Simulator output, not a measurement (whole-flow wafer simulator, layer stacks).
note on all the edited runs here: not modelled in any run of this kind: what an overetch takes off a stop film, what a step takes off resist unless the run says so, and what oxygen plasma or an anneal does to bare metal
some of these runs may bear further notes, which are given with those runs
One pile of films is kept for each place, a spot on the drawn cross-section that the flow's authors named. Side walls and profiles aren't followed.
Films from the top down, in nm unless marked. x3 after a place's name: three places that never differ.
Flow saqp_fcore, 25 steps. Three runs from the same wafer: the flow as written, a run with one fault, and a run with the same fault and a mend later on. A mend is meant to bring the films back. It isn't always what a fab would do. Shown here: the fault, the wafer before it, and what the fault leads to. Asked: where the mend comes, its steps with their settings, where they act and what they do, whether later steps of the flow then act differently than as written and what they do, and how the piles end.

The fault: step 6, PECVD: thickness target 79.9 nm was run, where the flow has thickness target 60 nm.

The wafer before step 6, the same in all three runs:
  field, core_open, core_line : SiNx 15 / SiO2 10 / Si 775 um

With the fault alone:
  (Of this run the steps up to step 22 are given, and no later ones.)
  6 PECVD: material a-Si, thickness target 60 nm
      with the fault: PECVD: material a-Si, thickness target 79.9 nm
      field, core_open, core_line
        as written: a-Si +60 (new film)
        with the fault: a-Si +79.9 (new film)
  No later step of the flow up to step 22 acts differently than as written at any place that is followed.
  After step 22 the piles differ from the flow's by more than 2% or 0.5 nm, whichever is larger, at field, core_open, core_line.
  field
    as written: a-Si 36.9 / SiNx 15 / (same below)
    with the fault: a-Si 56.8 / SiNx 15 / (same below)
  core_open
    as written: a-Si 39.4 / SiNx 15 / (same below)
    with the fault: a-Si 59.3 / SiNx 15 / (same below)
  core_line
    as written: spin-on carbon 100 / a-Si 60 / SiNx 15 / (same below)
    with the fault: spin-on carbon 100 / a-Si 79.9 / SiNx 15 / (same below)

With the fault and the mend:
  The mend comes after step 7.
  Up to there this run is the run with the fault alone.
  7a ETCH: chemistry tmah, depth target 91.89 nm
      field, core_open, core_line
        a-Si -79.9 (all of it)
  7b PECVD: material a-Si, thickness target 60 nm (the flow's step 6 once more)
      field, core_open, core_line
        a-Si +60 (new film)
  No later step of the flow acts differently than as written at any place that is followed.
  At the end the piles are the same as the flow's at every place that both follow.
